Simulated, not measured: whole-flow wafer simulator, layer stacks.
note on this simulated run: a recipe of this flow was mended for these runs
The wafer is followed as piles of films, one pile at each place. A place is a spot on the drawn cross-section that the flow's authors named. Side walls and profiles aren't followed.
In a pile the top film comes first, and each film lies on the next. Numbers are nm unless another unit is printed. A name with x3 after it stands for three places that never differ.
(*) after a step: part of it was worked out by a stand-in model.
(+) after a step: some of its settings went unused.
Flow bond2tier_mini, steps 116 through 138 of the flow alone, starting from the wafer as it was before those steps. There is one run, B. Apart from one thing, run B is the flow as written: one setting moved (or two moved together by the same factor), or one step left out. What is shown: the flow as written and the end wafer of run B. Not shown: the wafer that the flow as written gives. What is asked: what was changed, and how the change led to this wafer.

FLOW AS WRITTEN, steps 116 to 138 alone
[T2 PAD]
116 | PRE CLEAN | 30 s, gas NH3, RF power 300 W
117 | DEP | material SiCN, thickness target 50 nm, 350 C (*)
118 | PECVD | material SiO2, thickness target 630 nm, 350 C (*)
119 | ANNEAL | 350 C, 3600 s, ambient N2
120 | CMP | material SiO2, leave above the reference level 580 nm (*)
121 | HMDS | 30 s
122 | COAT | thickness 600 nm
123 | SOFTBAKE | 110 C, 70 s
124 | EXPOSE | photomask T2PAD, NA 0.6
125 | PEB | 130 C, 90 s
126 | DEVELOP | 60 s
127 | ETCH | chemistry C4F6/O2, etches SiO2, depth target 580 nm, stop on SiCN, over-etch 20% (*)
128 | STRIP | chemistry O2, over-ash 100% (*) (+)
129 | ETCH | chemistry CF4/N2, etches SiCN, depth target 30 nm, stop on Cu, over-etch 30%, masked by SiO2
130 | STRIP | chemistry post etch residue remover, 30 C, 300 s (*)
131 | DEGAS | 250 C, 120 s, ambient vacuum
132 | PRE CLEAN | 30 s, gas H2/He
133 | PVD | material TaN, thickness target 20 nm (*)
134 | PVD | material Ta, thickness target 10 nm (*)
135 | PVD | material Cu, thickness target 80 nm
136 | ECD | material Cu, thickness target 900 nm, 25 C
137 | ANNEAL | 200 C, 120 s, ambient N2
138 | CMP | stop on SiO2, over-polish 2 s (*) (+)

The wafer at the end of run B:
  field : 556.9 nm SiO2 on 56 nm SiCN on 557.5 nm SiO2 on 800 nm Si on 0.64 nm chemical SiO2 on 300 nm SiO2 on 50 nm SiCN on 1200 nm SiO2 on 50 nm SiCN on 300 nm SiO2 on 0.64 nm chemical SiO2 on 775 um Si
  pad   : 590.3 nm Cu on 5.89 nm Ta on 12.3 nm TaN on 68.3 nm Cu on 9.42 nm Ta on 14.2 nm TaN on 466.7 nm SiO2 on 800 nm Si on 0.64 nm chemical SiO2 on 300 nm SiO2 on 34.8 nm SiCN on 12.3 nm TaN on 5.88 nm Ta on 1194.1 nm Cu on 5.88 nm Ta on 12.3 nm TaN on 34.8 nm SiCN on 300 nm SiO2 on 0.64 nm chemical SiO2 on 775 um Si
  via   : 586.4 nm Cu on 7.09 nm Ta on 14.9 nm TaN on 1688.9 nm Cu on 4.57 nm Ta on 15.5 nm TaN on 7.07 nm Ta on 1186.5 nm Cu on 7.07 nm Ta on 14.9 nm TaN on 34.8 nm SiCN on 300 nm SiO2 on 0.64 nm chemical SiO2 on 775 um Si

The reason: step 117, DEP: thickness target 56 nm was run, whereas the flow has thickness target 50 nm.
The wafer lets one read it off: field has SiCN 56, and step 117 as written asks for 50 nm.

How this came from the change, step by step:
  117 | DEP | material SiCN, thickness target 50 nm, 350 C (*)
      field, pad, via: +56 SiCN (new film) (in the flow as written it would be: +50 SiCN (new film))
  129 | ETCH | chemistry CF4/N2, etches SiCN, depth target 30 nm, stop on Cu, over-etch 30%, masked by SiO2
      pad, via: -36.4 SiCN (all of it), -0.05 Cu (in the flow as written it would be: -30.4 SiCN (all of it), -0.17 Cu)
